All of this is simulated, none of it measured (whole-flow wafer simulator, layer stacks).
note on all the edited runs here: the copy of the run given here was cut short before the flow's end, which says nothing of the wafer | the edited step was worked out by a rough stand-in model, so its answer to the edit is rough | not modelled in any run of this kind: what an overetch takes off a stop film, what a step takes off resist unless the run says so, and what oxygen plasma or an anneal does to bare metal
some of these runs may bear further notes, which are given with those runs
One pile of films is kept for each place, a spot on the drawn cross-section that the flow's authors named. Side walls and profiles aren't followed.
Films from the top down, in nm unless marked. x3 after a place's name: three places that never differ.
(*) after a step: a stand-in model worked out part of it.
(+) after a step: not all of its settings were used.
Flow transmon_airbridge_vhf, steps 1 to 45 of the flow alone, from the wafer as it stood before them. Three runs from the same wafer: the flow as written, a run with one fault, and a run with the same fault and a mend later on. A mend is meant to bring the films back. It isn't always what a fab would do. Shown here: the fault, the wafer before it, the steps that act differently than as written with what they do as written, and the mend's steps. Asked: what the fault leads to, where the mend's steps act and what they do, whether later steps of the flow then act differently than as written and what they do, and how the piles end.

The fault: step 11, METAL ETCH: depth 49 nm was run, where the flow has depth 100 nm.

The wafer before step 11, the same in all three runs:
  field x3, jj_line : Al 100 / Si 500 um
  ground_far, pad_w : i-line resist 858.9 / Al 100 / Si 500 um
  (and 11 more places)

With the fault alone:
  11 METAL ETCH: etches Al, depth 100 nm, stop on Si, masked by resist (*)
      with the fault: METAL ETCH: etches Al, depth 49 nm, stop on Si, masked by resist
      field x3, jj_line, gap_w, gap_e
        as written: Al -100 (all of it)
        with the fault: Al -49
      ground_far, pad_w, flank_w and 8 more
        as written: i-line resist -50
        with the fault: i-line resist -24.5
  Later steps of the flow that act differently than as written (13 more steps differ only slightly, by at most 2% or 0.5 nm, whichever is larger, and aren't shown):
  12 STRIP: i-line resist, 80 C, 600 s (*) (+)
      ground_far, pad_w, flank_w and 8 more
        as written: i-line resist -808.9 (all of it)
        with the fault: i-line resist -834.4 (all of it)
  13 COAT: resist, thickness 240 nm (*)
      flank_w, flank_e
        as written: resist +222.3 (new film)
        with the fault: resist +230.8 (new film)
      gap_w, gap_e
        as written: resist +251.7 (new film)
        with the fault: resist +246 (new film)
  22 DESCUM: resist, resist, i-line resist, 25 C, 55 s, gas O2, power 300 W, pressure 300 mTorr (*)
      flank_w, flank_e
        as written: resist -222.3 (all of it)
        with the fault: resist -230.8 (all of it)
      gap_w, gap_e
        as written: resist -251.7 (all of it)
        with the fault: resist -246 (all of it)
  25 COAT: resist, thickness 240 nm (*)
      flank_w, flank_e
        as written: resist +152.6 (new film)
        with the fault: resist +158.8 (new film)
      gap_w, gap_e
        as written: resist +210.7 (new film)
        with the fault: resist +205.2 (new film)
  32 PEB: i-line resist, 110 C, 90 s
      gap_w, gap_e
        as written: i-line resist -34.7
        with the fault: i-line resist -34
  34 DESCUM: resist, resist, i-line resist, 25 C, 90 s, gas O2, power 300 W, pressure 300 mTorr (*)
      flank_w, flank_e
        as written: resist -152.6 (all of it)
        with the fault: resist -158.8 (all of it)
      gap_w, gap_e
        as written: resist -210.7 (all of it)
        with the fault: resist -205.2 (all of it)
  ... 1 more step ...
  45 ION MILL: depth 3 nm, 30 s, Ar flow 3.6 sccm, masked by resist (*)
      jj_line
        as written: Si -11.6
        with the fault: Al -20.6
  At the end the piles differ from the flow's by more than 2% or 0.5 nm, whichever is larger, at field x3, jj_line, gap_w, gap_e.
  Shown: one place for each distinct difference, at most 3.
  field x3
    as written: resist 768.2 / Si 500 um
    with the fault: resist 768.2 / Al 51 / Si 500 um
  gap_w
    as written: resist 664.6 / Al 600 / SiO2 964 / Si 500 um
    with the fault: resist 650.9 / Al 600 / SiO2 964 / Al 51 / Si 500 um
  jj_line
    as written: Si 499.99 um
    with the fault: Al 30.4 / Si 500 um

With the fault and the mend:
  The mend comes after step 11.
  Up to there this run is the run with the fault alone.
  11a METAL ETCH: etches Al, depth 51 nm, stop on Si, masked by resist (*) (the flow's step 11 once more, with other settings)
      ground_far, pad_w, flank_w and 8 more
        i-line resist -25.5
      field x3, jj_line, gap_w, gap_e
        Al -51 (all of it)
  No later step of the flow acts differently than as written at any place that is followed.
  At the end the piles are the same as the flow's at every place that both follow.
